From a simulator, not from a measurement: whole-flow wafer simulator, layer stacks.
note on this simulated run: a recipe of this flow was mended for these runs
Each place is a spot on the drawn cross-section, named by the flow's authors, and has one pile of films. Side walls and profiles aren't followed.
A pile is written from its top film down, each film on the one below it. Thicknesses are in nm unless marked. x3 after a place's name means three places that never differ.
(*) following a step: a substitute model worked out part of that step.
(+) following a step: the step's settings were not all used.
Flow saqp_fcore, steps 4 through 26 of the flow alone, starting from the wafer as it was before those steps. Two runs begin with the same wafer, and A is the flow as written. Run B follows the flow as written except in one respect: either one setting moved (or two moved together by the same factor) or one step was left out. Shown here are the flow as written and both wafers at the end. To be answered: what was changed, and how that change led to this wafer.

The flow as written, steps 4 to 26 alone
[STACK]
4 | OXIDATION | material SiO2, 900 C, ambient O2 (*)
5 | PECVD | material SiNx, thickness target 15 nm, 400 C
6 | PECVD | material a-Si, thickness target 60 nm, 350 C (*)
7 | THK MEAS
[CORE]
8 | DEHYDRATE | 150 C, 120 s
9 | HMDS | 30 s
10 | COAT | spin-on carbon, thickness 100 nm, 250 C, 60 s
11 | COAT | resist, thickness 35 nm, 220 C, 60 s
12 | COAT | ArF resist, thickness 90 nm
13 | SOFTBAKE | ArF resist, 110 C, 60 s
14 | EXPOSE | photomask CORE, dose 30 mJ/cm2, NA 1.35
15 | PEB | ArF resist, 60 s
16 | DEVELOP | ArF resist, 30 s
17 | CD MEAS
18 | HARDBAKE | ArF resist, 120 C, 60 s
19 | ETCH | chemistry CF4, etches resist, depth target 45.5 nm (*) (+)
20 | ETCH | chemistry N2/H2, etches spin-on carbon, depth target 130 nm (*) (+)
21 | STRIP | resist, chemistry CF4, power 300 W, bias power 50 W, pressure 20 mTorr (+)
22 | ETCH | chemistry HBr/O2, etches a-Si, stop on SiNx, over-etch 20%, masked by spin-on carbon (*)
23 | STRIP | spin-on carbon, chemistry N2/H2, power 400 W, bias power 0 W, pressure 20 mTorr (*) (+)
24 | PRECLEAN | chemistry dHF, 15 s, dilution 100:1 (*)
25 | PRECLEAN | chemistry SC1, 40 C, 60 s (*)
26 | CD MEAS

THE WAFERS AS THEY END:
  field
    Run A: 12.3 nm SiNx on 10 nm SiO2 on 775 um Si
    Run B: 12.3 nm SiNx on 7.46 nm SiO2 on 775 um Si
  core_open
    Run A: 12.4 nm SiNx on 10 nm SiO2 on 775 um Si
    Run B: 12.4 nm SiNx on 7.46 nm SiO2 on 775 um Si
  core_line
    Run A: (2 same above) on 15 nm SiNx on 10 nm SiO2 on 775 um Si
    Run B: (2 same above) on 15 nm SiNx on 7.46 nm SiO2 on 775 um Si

The reason: step 4, OXIDATION: 869 C was run, while the flow as written has 900 C.

The path from the change to this, step by step:
  4 | OXIDATION | material SiO2, 900 C, ambient O2 (*)
      field, core_open, core_line: A SiO2 gains 10 (new film), chemical SiO2 loses 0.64 (all of it), Si loses 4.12 | B SiO2 gains 7.46 (new film), chemical SiO2 loses 0.64 (all of it), Si loses 3
